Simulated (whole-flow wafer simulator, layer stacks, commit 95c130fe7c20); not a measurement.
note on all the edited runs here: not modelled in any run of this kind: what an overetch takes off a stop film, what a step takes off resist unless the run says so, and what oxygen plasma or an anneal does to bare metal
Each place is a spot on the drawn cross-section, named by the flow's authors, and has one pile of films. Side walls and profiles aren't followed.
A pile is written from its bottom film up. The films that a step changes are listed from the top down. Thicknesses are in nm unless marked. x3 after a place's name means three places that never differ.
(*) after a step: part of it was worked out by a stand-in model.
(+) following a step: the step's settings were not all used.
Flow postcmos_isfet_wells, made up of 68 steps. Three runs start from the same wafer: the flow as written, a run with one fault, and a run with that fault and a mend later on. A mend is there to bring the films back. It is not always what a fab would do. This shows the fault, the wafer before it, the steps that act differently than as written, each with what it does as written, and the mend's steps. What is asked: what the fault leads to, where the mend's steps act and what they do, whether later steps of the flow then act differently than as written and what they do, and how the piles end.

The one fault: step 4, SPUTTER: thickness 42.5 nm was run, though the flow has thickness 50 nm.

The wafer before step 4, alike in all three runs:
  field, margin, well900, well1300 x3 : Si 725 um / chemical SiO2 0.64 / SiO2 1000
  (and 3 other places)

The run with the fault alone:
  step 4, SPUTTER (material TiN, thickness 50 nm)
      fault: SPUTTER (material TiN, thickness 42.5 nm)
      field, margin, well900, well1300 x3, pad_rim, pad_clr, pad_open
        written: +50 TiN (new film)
        fault: +42.5 TiN (new film)
  Steps further on in the flow that do not act as written:
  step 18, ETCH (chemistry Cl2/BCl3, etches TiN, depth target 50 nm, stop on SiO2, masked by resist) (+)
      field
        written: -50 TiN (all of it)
        fault: -42.5 TiN (all of it)
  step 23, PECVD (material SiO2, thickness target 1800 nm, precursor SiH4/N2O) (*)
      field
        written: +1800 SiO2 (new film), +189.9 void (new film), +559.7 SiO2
        fault: +1800 SiO2 (new film), +184.2 void (new film), +557.9 SiO2
  At field, margin, well900, well1300 x3, pad_rim, pad_clr, pad_open, the piles at the end differ from the flow's by more than 2% or 0.5 nm, whichever is larger.
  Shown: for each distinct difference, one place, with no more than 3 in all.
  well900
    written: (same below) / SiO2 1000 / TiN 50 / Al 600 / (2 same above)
    fault: (same below) / SiO2 1000 / TiN 42.5 / Al 600 / (2 same above)
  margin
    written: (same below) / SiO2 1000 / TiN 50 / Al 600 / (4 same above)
    fault: (same below) / SiO2 1000 / TiN 42.5 / Al 600 / (4 same above)
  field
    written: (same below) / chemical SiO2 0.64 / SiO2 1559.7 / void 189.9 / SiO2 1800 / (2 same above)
    fault: (same below) / chemical SiO2 0.64 / SiO2 1557.9 / void 184.2 / SiO2 1800 / (2 same above)

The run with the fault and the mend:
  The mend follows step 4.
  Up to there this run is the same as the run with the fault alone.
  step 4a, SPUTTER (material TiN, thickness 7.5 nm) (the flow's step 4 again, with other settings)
      field, margin, well900, well1300 x3, pad_rim, pad_clr, pad_open
        +7.5 TiN
  Later steps of the flow that are run all act as written at every place that is followed.
  By the end, the piles equal the flow's at every place that both follow.
